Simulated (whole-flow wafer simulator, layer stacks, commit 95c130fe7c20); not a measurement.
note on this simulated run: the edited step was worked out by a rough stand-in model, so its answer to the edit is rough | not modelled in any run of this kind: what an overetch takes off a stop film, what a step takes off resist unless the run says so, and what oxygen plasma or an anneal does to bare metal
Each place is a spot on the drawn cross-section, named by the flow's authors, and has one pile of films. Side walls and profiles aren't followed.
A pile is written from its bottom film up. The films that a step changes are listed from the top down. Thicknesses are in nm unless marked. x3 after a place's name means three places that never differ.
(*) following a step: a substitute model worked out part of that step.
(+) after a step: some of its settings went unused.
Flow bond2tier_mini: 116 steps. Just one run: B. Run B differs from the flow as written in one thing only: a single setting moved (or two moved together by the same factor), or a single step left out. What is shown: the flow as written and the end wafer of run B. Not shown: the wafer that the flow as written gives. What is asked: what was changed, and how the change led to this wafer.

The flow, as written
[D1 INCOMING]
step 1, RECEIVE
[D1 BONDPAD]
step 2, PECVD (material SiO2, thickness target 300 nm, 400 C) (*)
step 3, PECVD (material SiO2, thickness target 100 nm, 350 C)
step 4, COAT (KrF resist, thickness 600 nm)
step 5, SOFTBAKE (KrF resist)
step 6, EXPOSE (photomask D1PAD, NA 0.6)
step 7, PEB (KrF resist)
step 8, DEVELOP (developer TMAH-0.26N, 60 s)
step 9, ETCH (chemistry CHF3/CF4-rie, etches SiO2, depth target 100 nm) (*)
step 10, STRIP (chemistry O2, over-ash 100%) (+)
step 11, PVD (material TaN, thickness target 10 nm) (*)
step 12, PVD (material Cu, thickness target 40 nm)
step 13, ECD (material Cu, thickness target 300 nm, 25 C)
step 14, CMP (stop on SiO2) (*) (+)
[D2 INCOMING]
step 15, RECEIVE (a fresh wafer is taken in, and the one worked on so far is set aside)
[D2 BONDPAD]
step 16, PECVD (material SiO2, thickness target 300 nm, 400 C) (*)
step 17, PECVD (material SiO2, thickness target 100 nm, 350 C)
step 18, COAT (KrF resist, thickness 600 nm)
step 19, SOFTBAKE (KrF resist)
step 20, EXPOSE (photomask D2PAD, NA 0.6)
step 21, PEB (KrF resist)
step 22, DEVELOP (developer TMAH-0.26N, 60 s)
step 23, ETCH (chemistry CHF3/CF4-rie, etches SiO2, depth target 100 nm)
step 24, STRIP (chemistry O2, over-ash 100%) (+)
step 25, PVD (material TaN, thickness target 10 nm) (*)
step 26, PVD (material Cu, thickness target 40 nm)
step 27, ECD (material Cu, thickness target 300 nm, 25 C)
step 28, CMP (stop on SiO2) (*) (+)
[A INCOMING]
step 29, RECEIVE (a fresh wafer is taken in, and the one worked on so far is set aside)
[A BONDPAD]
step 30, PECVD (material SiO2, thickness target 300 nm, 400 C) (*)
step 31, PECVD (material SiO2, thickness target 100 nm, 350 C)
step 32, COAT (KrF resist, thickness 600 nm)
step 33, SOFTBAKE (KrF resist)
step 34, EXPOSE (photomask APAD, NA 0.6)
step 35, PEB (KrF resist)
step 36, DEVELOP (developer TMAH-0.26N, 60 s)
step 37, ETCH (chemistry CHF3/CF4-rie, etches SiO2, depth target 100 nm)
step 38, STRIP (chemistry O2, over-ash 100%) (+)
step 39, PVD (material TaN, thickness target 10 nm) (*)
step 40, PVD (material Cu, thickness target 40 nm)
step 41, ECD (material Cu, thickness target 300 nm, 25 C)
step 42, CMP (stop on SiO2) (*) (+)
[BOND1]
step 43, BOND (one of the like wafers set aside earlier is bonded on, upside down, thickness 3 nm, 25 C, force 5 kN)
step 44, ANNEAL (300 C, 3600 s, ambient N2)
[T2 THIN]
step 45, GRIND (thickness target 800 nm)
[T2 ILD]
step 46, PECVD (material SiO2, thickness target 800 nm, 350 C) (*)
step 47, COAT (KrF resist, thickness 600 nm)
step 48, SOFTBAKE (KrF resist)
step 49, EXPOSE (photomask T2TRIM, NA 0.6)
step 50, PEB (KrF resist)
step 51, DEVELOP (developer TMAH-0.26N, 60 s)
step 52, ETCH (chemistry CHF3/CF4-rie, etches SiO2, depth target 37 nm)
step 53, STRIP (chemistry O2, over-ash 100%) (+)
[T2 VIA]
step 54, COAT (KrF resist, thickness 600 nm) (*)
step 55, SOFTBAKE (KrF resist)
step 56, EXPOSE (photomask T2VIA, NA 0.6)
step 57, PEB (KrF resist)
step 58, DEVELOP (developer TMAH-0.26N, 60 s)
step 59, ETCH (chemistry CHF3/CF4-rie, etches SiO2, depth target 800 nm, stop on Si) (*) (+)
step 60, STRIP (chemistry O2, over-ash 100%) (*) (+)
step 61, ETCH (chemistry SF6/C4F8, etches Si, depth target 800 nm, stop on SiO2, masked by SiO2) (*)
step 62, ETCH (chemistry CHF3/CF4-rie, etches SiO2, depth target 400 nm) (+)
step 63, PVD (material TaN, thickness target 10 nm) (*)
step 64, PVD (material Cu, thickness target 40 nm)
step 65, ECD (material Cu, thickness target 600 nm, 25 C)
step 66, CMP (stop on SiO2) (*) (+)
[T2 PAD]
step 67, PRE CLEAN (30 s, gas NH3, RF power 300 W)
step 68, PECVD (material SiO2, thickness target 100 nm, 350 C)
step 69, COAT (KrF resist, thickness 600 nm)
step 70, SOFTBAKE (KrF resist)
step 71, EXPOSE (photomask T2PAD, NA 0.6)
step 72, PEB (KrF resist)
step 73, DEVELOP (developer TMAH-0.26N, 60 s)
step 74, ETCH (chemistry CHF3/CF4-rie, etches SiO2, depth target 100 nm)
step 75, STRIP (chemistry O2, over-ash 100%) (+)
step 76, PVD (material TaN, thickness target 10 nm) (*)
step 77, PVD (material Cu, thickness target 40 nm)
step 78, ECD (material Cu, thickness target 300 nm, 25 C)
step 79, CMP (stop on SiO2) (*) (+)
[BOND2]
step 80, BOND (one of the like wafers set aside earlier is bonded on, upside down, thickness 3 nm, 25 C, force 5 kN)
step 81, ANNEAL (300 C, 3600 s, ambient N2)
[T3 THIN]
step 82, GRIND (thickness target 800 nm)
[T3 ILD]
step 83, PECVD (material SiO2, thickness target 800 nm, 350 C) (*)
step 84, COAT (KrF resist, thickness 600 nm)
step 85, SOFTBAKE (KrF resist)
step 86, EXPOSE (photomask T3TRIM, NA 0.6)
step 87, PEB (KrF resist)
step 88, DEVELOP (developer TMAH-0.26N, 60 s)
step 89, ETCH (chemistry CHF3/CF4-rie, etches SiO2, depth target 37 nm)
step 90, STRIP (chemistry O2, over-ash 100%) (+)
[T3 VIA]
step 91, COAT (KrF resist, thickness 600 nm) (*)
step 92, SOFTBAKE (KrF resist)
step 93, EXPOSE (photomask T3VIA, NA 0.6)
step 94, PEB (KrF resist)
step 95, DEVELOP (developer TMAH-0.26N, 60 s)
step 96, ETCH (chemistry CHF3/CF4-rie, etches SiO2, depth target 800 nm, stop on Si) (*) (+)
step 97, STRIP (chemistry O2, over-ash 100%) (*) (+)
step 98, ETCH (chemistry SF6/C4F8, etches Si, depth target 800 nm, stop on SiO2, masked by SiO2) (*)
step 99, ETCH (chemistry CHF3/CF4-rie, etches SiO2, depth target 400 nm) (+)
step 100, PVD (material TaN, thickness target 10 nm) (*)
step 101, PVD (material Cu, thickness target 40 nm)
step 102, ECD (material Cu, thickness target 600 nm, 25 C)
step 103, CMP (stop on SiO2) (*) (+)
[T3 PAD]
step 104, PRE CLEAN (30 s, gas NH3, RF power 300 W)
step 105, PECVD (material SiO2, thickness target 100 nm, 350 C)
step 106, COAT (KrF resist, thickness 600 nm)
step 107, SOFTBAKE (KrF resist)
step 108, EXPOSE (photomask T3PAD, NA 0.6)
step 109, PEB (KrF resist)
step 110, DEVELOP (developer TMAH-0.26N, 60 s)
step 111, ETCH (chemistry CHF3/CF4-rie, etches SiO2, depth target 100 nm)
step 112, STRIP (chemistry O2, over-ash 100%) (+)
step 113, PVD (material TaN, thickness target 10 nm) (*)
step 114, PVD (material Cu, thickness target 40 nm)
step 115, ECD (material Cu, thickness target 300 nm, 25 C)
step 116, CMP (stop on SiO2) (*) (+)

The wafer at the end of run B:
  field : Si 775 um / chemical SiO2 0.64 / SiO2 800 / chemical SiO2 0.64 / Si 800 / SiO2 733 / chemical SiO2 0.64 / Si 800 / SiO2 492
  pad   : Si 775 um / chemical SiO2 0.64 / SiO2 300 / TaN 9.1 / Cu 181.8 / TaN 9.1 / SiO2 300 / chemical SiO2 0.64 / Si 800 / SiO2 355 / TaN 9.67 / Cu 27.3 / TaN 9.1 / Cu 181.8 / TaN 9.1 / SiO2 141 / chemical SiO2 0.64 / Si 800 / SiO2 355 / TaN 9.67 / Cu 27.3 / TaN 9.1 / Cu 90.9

The reason: step 16, PECVD: thickness target 141 nm was run, though the flow has thickness target 300 nm.
The wafer itself shows it: pad has SiO2 141, and step 16 as written asks for 300 nm.

Step by step, how the change led to this:
  step 16, PECVD (material SiO2, thickness target 300 nm, 400 C) (*)
      field, pad, via: SiO2 gains 141 (new film) (it would be, as written: SiO2 gains 300 (new film))
  step 80, BOND (one of the like wafers set aside earlier is bonded on, upside down, thickness 3 nm, 25 C, force 5 kN)
      field: Si gains 775 um (new film), chemical SiO2 gains 0.64 (new film), SiO2 gains 241 (it would be, as written: Si gains 775 um (new film), chemical SiO2 gains 0.64 (new film), SiO2 gains 400)
      pad: Si gains 775 um (new film), chemical SiO2 gains 0.64 (new film), SiO2 gains 141 (new film), TaN gains 9.1 (new film), Cu gains 90.9 (it would be, as written: Si gains 775 um (new film), chemical SiO2 gains 0.64 (new film), SiO2 gains 300 (new film), TaN gains 9.1 (new film), Cu gains 90.9)
